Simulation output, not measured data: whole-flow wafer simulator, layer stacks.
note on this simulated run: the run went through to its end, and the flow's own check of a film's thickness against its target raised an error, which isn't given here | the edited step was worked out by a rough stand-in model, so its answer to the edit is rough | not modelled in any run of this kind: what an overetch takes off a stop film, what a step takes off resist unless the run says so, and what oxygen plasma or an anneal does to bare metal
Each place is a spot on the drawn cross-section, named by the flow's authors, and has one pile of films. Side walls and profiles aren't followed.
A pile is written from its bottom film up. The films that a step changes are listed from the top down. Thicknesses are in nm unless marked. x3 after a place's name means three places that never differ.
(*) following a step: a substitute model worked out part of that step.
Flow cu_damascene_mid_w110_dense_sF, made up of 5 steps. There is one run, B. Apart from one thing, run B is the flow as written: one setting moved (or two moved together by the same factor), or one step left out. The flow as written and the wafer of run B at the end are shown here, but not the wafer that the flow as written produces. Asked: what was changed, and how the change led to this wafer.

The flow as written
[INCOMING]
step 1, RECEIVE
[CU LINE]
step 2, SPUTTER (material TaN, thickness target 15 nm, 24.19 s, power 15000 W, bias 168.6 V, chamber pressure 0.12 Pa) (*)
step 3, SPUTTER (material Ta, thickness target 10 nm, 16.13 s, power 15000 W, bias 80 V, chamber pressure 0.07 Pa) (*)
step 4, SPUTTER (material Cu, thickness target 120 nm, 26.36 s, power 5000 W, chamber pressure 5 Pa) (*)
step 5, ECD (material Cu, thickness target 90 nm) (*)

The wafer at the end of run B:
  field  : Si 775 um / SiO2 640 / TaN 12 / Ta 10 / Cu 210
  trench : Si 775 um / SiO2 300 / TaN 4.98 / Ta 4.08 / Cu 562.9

The reason: step 2, SPUTTER: thickness target 12 nm was run, while the flow as written has thickness target 15 nm.
One can read it off the wafer: field has TaN 12, and step 2 as written asks for 15 nm.

Step by step, how the change led to this:
  step 2, SPUTTER (material TaN, thickness target 15 nm, 24.19 s, power 15000 W, bias 168.6 V, chamber pressure 0.12 Pa) (*)
      field: TaN gains 12 (new film) (in the flow as written it would be: TaN gains 15 (new film))
      trench: TaN gains 4.98 (new film) (in the flow as written it would be: TaN gains 6.23 (new film))
